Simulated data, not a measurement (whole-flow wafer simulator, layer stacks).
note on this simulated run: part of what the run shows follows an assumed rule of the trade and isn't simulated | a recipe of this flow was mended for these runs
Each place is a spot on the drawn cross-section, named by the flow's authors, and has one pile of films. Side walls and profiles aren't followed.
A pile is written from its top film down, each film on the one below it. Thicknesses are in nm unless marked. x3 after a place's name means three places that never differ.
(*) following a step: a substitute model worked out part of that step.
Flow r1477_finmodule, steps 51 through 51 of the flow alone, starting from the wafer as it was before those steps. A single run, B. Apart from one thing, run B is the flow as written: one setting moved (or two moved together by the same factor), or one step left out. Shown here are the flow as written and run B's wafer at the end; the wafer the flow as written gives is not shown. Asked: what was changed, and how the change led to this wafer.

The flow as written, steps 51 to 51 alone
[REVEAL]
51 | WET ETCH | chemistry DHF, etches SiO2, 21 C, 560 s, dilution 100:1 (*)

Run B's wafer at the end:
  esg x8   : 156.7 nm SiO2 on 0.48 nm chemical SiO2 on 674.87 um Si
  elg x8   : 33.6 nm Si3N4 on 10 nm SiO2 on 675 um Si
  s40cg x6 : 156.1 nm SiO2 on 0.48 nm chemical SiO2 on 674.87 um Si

The reason: step 51, WET ETCH: 672 s was run, while the flow as written has 560 s.

The path from the change to this, step by step:
  51 | WET ETCH | chemistry DHF, etches SiO2, 21 C, 560 s, dilution 100:1 (*)
      esg x8, s40cg x6, s40sg x6: -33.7 SiO2 (as written it would have been: -28.1 SiO2)
      pad x2: -36.6 SiO2 (as written it would have been: -30.5 SiO2)
